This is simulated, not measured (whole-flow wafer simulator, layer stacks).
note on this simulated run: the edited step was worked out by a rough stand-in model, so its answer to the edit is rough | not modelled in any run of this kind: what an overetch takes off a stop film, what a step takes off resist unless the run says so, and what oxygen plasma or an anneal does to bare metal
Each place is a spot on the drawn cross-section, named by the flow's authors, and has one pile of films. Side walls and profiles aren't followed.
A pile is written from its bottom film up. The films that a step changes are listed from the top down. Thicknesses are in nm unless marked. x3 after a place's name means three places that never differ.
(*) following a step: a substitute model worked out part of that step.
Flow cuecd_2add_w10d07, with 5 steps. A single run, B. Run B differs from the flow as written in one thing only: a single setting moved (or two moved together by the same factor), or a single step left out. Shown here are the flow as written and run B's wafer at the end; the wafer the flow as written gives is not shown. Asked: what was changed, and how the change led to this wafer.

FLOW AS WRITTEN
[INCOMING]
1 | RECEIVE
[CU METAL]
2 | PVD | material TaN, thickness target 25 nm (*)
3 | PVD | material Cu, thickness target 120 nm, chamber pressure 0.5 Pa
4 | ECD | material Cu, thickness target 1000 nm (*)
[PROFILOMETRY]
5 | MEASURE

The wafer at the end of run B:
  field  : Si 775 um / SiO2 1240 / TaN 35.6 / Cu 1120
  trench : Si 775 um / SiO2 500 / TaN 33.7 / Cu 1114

The reason: step 2, PVD: thickness target 35.6 nm was run, while the flow as written has thickness target 25 nm.
The wafer lets one read it off: field has TaN 35.6, and step 2 as written asks for 25 nm.

How this came from the change, step by step:
  2 | PVD | material TaN, thickness target 25 nm (*)
      field: +35.6 TaN (new film) (in the flow as written it would be: +25 TaN (new film))
      trench: +33.7 TaN (new film) (in the flow as written it would be: +23.7 TaN (new film))
